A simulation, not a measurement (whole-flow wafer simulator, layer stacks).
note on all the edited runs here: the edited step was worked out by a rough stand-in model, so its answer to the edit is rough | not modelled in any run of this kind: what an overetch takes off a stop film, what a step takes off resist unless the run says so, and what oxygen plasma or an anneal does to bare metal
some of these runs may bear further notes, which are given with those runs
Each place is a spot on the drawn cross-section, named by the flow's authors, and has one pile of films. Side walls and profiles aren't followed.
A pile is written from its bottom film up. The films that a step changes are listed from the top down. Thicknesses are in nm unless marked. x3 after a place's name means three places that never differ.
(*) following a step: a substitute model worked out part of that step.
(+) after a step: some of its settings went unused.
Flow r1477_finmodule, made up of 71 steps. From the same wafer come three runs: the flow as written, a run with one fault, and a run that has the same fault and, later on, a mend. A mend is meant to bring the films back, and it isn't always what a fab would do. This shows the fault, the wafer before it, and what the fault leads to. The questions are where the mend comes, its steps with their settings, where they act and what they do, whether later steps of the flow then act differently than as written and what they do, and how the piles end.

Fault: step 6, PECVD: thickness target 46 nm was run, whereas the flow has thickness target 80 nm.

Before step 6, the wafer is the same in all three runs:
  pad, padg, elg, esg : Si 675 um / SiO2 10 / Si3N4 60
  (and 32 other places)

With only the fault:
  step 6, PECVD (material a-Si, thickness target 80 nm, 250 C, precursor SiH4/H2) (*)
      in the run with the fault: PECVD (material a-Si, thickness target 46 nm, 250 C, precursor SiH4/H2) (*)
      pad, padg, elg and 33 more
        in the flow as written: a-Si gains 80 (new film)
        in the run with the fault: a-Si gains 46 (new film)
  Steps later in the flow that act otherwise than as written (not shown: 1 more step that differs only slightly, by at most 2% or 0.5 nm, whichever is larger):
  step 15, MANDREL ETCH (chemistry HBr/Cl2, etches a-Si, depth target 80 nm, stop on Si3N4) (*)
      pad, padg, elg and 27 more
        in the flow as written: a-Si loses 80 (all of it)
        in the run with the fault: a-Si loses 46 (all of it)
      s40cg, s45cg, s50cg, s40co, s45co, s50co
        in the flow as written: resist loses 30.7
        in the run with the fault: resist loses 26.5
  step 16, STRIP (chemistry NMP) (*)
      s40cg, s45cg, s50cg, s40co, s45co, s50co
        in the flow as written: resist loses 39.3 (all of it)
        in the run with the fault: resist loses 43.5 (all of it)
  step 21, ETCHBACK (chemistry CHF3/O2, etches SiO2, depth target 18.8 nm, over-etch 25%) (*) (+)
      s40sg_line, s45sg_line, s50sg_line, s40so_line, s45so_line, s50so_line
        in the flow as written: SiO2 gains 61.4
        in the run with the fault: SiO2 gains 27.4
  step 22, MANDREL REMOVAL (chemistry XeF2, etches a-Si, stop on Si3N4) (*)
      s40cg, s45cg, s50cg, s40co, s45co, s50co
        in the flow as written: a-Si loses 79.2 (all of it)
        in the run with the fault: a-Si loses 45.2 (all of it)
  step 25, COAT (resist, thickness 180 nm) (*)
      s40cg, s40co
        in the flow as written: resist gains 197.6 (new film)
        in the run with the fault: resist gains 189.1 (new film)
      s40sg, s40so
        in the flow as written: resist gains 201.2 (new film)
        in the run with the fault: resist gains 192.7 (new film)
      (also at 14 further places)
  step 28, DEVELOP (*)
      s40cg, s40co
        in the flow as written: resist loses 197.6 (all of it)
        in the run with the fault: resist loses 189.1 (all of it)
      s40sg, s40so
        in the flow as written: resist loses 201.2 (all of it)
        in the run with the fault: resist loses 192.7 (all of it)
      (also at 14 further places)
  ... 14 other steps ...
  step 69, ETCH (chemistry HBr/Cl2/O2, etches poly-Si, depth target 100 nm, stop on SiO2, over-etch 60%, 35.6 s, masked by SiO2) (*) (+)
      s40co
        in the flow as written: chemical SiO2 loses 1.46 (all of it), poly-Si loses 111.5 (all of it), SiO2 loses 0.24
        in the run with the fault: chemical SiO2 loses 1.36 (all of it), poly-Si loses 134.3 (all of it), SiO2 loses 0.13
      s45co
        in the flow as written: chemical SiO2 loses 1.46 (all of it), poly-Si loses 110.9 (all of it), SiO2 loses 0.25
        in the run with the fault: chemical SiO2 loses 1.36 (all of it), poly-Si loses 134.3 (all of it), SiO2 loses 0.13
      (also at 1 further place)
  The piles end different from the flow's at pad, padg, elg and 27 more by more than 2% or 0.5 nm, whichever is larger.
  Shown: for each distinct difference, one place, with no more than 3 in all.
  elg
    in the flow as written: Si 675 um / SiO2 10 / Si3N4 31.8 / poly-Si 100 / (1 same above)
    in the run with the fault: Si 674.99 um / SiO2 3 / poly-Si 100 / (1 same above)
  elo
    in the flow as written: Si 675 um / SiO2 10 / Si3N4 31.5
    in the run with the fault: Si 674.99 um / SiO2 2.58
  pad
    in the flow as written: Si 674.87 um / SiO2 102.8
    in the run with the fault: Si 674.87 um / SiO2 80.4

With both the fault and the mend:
  The mend stands after step 7.
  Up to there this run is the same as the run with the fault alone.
  step 7a, PECVD (material a-Si, thickness target 34 nm, 250 C, precursor SiH4/H2) (*) (the flow's step 6 again, with other settings)
      pad, padg, elg and 33 more
        a-Si gains 34
  Every later step of the flow that is run acts as written at every place that is followed.
  By the end, the piles equal the flow's at every place that both follow.
